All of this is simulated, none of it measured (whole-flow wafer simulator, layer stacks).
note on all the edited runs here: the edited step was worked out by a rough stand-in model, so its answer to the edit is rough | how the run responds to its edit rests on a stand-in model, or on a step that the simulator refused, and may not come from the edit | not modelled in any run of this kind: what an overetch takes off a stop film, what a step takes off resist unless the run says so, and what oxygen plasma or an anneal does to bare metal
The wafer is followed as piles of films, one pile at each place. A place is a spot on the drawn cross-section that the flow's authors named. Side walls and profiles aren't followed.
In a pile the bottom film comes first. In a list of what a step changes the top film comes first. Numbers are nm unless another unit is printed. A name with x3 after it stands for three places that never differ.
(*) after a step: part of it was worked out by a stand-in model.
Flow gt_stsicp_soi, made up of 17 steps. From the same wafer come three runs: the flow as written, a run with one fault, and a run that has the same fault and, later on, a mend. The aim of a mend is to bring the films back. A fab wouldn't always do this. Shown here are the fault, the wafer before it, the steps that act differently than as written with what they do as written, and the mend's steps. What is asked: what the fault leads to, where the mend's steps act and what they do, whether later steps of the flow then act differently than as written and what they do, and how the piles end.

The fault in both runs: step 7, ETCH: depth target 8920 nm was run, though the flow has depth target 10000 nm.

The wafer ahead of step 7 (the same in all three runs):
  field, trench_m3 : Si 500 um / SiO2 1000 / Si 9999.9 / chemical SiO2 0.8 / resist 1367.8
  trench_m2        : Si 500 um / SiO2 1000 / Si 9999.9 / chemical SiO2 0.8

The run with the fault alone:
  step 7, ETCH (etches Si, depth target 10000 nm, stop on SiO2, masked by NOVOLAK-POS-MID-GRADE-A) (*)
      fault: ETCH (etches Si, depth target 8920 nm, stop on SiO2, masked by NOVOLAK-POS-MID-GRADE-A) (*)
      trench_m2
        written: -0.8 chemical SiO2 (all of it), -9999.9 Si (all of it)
        fault: -0.8 chemical SiO2 (all of it), -8920 Si
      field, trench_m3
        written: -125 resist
        fault: -111.5 resist
  Steps further on in the flow that do not act as written (2 other steps are not shown; they differ only slightly, by no more than 2% or 0.5 nm, whichever is larger):
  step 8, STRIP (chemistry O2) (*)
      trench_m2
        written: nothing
        fault: +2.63 chemical SiO2 (new film), -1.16 Si
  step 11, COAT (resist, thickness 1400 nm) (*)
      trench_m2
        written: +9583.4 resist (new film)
        fault: +8731 resist (new film)
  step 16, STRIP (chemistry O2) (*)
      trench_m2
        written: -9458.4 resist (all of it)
        fault: -8606 resist (all of it), +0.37 chemical SiO2, -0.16 Si
  At trench_m2, the piles at the end differ from the flow's by more than 2% or 0.5 nm, whichever is larger.
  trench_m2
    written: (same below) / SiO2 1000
    fault: (same below) / SiO2 1000 / Si 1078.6 / chemical SiO2 3

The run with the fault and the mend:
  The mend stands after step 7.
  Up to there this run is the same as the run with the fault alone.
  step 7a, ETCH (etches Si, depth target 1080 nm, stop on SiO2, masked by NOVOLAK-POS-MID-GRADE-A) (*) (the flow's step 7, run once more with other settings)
      field, trench_m3
        -13.5 resist
      trench_m2
        -1079.9 Si (all of it)
  Later steps of the flow that are run all act as written at every place that is followed.
  At every place that both follow, the piles at the end match the flow's.
